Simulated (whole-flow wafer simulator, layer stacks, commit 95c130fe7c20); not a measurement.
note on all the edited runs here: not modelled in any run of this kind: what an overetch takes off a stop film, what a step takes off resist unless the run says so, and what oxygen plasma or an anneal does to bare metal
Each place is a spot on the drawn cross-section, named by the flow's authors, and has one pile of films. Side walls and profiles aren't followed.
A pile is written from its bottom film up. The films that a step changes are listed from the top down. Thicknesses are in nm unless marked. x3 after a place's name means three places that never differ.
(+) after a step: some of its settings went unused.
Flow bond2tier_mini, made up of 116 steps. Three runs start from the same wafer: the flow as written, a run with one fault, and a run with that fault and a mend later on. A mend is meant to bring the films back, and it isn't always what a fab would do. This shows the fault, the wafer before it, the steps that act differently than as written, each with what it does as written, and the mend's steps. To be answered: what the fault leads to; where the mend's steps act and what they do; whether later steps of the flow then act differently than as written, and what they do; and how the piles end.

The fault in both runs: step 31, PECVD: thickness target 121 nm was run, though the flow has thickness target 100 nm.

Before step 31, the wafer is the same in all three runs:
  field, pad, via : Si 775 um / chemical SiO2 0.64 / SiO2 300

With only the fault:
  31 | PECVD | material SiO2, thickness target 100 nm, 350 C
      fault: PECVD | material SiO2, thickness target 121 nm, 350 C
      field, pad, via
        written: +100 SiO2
        fault: +121 SiO2
  Later steps of the flow that are run all act as written at every place that is followed.
  At field, pad, the piles at the end differ from the flow's by more than 2% or 0.5 nm, whichever is larger.
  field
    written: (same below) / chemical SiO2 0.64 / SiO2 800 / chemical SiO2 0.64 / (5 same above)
    fault: (same below) / chemical SiO2 0.64 / SiO2 821 / chemical SiO2 0.64 / (5 same above)
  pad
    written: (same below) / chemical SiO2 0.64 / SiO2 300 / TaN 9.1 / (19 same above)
    fault: (same below) / chemical SiO2 0.64 / SiO2 321 / TaN 9.1 / (19 same above)

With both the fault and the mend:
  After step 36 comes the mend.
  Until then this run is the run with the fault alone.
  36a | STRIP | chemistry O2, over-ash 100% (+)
      field
        -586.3 KrF resist (all of it)
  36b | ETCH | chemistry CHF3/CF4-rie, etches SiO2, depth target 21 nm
      field, pad, via
        -21 SiO2
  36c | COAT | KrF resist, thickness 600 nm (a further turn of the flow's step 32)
      field, pad, via
        +600 KrF resist (new film)
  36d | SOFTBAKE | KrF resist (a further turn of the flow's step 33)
      does not change any film at any place that is followed
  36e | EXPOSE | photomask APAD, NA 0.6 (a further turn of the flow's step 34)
      does not change any film at any place that is followed
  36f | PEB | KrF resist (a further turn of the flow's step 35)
      does not change any film at any place that is followed
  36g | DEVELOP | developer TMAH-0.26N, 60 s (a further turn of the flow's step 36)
      pad, via
        -600 KrF resist (all of it)
      field
        -13.7 KrF resist
  Later steps of the flow that are run all act as written at every place that is followed.
  By the end, the piles equal the flow's at every place that both follow.
